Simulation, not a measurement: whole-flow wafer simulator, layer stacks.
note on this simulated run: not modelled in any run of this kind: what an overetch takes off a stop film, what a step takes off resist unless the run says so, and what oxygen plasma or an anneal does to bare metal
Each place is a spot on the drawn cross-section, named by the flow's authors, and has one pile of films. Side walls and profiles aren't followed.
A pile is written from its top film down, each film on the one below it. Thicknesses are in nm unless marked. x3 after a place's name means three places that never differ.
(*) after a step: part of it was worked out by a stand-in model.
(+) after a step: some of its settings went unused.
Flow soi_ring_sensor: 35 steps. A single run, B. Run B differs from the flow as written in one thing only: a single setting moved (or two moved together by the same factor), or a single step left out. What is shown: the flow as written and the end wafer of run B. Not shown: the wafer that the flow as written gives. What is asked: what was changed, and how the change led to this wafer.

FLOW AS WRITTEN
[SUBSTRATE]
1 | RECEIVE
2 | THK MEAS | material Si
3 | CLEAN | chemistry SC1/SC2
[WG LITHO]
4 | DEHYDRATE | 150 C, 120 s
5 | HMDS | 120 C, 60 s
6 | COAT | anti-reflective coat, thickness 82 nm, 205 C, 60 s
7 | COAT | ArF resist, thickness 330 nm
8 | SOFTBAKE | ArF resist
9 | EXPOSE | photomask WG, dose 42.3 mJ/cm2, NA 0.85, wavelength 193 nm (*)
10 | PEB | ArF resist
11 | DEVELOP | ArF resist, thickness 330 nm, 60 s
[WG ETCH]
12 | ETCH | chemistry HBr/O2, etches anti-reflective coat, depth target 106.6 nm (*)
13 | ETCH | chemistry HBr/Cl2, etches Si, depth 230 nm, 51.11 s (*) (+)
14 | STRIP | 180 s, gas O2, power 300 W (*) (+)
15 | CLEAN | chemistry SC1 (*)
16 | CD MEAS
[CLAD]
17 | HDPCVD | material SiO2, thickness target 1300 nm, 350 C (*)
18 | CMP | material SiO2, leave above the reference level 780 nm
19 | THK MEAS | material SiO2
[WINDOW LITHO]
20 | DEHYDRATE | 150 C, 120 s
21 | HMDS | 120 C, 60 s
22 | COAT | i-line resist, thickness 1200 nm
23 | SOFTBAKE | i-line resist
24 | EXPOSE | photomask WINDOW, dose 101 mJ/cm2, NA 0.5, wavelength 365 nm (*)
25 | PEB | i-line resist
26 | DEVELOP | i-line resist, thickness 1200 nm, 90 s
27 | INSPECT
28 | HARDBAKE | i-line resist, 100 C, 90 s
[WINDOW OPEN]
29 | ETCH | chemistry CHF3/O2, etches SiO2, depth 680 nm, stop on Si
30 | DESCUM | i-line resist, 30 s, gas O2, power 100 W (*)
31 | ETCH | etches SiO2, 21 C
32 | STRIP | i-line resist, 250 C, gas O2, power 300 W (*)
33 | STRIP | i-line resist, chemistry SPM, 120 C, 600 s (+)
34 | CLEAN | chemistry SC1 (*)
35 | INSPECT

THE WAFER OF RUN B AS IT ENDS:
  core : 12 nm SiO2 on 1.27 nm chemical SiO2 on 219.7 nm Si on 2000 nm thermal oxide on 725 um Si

What caused this: step 29, ETCH: depth 306 nm was run, while the flow as written has depth 680 nm.

Step by step, how the change led to this:
  29 | ETCH | chemistry CHF3/O2, etches SiO2, depth 680 nm, stop on Si
      core, gap, window: SiO2 loses 306 (in the flow as written it would be: SiO2 loses 680)
      field, core_clad, gap_clad: i-line resist loses 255 (in the flow as written it would be: i-line resist loses 566.7)
  31 | ETCH | etches SiO2, 21 C
      core: SiO2 loses 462 (in the flow as written it would be: SiO2 loses 100 (all of it), chemical SiO2 loses 1.27 (all of it))
  32 | STRIP | i-line resist, 250 C, gas O2, power 300 W (*)
      core: nothing (in the flow as written it would be: chemical SiO2 gains 1.23 (new film), Si loses 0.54)
      field, core_clad: i-line resist loses 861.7 (all of it) (in the flow as written it would be: i-line resist loses 550.1 (all of it))
